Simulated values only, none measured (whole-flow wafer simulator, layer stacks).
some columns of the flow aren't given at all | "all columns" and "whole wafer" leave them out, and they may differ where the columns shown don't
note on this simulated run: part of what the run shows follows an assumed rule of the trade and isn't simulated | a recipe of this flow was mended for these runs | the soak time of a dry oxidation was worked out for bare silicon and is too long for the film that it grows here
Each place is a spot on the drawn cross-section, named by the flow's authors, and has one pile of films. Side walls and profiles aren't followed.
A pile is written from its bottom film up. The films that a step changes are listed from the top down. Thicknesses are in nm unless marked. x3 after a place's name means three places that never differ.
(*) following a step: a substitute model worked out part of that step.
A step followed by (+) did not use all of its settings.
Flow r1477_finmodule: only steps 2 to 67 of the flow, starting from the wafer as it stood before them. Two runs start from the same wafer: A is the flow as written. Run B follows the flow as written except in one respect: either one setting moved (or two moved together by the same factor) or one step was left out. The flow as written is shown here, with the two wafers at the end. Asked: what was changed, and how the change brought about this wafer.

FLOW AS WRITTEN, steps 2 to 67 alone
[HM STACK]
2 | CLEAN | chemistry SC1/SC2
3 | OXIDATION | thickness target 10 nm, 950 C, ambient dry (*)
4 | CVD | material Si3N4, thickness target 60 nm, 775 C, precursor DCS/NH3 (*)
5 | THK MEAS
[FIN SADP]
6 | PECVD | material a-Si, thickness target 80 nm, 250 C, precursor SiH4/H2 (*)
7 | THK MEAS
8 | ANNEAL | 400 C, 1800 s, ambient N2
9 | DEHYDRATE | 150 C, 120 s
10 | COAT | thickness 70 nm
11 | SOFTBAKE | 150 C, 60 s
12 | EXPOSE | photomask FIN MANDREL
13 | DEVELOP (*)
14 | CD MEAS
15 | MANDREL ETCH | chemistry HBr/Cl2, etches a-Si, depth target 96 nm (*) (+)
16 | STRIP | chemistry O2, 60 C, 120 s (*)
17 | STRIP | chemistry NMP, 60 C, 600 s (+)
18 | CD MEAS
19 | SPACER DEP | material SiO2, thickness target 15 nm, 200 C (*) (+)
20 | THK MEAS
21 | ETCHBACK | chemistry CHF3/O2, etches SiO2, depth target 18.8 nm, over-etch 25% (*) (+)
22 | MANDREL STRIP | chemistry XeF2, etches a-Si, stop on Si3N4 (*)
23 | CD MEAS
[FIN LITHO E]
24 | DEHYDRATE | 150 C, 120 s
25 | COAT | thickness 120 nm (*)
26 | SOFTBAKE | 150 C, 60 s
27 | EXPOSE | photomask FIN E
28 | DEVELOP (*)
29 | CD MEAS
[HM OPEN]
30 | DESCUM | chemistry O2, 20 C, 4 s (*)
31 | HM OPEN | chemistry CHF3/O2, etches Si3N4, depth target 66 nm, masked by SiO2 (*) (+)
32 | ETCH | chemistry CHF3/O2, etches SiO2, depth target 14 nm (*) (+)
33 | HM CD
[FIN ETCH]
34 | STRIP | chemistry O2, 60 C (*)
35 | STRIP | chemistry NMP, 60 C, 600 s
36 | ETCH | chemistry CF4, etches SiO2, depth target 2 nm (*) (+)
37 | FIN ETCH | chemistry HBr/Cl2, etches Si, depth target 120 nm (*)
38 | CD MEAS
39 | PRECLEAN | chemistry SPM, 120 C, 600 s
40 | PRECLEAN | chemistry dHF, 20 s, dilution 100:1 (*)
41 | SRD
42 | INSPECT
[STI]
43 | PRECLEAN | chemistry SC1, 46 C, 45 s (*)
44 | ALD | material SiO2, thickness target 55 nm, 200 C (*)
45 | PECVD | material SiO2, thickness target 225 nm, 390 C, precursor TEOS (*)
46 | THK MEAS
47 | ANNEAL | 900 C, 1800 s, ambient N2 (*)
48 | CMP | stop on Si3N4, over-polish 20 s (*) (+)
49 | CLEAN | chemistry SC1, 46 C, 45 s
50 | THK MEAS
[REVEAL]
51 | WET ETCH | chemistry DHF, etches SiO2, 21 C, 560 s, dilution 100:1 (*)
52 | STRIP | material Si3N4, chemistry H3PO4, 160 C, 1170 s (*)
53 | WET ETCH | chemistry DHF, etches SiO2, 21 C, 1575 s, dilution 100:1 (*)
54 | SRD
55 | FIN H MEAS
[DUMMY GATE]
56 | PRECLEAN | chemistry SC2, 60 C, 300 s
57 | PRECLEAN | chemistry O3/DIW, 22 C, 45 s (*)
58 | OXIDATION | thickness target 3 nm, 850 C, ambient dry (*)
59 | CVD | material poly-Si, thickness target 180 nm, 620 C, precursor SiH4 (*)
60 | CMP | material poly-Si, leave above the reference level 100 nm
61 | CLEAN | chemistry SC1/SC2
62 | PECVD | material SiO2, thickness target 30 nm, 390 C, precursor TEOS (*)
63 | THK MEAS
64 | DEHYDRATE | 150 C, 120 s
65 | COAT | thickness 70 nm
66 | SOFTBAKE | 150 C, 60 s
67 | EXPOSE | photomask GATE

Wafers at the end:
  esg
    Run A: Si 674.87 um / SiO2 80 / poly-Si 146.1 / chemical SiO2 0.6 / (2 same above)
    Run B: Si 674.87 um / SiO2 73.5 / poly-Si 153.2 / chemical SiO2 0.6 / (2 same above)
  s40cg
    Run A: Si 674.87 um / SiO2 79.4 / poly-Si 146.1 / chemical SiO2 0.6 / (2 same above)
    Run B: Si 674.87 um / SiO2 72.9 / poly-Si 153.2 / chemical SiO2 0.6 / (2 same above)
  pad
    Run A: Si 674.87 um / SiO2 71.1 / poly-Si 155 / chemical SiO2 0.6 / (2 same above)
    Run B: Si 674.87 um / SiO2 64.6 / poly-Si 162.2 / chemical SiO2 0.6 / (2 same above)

The reason: step 4, CVD: thickness target 52.8 nm was run, though the flow has thickness target 60 nm.

Step by step, how the change led to this:
  4 | CVD | material Si3N4, thickness target 60 nm, 775 C, precursor DCS/NH3 (*)
      pad, padg, elg and 33 more: A Si3N4 gains 60 (new film) | B Si3N4 gains 52.8 (new film)
  31 | HM OPEN | chemistry CHF3/O2, etches Si3N4, depth target 66 nm, masked by SiO2 (*) (+)
      pad, padg, esg and 13 more: A Si3N4 loses 54.1 (all of it), SiO2 loses 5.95 | B Si3N4 loses 46.9 (all of it), SiO2 loses 9.55
      s40cg, s45cg, s50cg, s40co, s45co, s50co: A Si3N4 loses 60 (all of it), SiO2 loses 3 | B Si3N4 loses 52.8 (all of it), SiO2 loses 6.6
  32 | ETCH | chemistry CHF3/O2, etches SiO2, depth target 14 nm (*) (+)
      pad, padg, esg and 13 more: A SiO2 loses 4.05 (all of it), Si loses 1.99 | B SiO2 loses 0.45 (all of it), Si loses 2.71
      s40cg, s45cg, s50cg, s40co, s45co, s50co: A SiO2 loses 7 (all of it), Si loses 1.4 | B SiO2 loses 3.4 (all of it), Si loses 2.12
  44 | ALD | material SiO2, thickness target 55 nm, 200 C (*)
      esg, e40sg, e100sg, e200sg, eso, e40so, e100so, e200so: A SiO2 gains 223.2 (new film) | B SiO2 gains 216.7 (new film)
      s40cg, s45cg, s50cg, s40co, s45co, s50co: A SiO2 gains 263.2 (new film) | B SiO2 gains 256.7 (new film)
      (as well as at 6 more places)
  48 | CMP | stop on Si3N4, over-polish 20 s (*) (+)
      pad, padg: A SiO2 loses 79.4 | B SiO2 loses 85.9
  52 | STRIP | material Si3N4, chemistry H3PO4, 160 C, 1170 s (*)
      elg, e40lg, e100lg, e200lg, elo, e40lo, e100lo, e200lo: A Si3N4 loses 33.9 (all of it), SiO2 loses 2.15 | B Si3N4 loses 26.7 (all of it), SiO2 loses 2.37
      s40sg_line, s45sg_line, s50sg_line, s40so_line, s45so_line, s50so_line: A Si3N4 loses 55.1 (all of it), SiO2 loses 1.49 | B Si3N4 loses 47.9 (all of it), SiO2 loses 1.71
  59 | CVD | material poly-Si, thickness target 180 nm, 620 C, precursor SiH4 (*)
      esg, e40sg, e100sg and 15 more: A poly-Si gains 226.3 (new film) | B poly-Si gains 233.5 (new film)
      e200sg, e200so: A poly-Si gains 219.2 (new film) | B poly-Si gains 233.5 (new film)
  60 | CMP | material poly-Si, leave above the reference level 100 nm
      pad, padg: A poly-Si loses 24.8 | B poly-Si loses 17.6
      e200sg, e200so: A poly-Si loses 72.9 | B poly-Si loses 80
